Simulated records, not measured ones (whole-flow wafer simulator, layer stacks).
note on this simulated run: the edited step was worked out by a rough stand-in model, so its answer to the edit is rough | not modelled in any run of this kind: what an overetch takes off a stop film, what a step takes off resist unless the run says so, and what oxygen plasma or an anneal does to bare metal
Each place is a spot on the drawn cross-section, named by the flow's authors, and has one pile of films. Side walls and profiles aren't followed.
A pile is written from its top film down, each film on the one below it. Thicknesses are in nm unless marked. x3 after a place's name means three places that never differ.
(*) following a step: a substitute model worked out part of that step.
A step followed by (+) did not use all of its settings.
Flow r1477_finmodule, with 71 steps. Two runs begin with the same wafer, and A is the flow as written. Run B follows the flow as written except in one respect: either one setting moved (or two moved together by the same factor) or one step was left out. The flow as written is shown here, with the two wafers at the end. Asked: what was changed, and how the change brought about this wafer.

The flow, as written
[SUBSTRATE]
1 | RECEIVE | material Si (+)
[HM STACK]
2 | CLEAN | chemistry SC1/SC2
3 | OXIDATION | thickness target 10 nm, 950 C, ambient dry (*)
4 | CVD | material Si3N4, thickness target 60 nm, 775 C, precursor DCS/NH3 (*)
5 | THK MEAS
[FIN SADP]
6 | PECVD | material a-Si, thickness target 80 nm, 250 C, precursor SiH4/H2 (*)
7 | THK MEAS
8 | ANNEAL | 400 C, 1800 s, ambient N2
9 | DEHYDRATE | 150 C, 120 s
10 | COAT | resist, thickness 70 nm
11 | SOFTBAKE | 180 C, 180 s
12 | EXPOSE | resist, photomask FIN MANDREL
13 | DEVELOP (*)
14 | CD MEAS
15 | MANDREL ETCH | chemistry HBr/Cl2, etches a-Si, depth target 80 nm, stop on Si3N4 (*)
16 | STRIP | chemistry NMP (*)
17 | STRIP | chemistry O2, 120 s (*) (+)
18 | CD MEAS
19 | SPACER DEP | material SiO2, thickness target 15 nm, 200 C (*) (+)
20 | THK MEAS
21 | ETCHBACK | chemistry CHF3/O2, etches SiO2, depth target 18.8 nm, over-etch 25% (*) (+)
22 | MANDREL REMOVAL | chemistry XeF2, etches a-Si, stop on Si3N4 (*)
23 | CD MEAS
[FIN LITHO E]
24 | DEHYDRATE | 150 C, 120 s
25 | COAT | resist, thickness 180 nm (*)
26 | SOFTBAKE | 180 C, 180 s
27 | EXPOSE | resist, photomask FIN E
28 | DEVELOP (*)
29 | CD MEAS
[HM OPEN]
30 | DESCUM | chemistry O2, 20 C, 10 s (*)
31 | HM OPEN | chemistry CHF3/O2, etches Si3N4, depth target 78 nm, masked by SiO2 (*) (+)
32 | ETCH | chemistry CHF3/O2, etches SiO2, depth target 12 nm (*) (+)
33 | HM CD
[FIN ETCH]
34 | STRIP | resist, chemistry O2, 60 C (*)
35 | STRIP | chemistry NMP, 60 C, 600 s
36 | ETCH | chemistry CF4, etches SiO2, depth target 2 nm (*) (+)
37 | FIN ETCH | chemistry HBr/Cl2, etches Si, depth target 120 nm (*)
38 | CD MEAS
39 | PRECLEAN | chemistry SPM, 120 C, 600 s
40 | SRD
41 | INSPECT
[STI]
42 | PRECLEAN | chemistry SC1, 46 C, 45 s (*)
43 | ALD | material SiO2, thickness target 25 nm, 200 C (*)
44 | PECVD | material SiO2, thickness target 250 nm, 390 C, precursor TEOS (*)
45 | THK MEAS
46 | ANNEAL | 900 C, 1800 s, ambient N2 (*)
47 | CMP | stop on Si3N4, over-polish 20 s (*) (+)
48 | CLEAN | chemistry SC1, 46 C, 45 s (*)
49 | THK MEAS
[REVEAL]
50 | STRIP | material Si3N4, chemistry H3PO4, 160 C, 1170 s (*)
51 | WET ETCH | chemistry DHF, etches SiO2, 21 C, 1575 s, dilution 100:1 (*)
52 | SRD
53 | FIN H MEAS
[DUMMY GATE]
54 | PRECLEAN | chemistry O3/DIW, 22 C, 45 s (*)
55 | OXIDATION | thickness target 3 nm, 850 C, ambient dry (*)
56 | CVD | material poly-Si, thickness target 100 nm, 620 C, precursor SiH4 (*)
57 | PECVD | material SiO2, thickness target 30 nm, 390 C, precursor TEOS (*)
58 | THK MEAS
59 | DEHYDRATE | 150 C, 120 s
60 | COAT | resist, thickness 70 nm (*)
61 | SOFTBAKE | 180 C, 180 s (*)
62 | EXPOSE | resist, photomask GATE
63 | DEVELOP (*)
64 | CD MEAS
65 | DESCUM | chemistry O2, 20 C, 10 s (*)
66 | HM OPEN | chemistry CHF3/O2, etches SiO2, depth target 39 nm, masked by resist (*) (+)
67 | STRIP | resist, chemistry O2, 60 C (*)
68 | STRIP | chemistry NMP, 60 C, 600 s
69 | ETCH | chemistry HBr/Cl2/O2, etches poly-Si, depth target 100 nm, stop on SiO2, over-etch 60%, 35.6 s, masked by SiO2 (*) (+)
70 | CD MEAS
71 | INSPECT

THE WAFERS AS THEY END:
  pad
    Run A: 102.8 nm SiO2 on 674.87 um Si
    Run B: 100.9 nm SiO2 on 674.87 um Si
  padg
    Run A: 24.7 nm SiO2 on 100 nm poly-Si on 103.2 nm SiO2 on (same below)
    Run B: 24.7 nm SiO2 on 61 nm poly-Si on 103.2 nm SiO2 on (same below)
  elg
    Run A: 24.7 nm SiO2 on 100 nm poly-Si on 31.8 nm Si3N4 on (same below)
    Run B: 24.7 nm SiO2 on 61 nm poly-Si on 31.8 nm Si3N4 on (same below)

What caused this: step 56, CVD: thickness target 61 nm was run, though the flow has thickness target 100 nm.
The wafer lets one read it off: padg has poly-Si 61, and step 56 as written asks for 100 nm.

How this came from the change, step by step:
  56 | CVD | material poly-Si, thickness target 100 nm, 620 C, precursor SiH4 (*)
      pad, padg, elg and 26 more: A +100 poly-Si (new film) | B +61 poly-Si (new film)
      s40cg, s40co: A +113.9 poly-Si (new film) | B +73.6 poly-Si (new film)
      (as well as at 5 more places)
  60 | COAT | resist, thickness 70 nm (*)
      e40lg, e40lo: A +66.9 resist (new film) | B +65.2 resist (new film)
      s45cg, s45co: A +71 resist (new film) | B +72.5 resist (new film)
      (as well as at 2 more places)
  63 | DEVELOP (*)
      e40lo: A -66.9 resist (all of it) | B -65.2 resist (all of it)
      s45co: A -71 resist (all of it) | B -72.5 resist (all of it)
      (as well as at 1 more place)
  67 | STRIP | resist, chemistry O2, 60 C (*)
      e40lg: A -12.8 resist (all of it) | B -11.1 resist (all of it)
      e40sg: A -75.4 resist (all of it) | B -73.7 resist (all of it)
      (as well as at 3 more places)
  69 | ETCH | chemistry HBr/Cl2/O2, etches poly-Si, depth target 100 nm, stop on SiO2, over-etch 60%, 35.6 s, masked by SiO2 (*) (+)
      pad, eso, e40so and 8 more: A -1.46 chemical SiO2 (all of it), -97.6 poly-Si (all of it), -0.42 SiO2 | B -1.46 chemical SiO2 (all of it), -58.6 poly-Si (all of it), -2.37 SiO2
      elo, e40lo, e100lo, e200lo: A -1.46 chemical SiO2 (all of it), -97.6 poly-Si (all of it), -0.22 Si3N4 | B -1.46 chemical SiO2 (all of it), -58.6 poly-Si (all of it), -3.77 Si3N4
      (as well as at 3 more places)
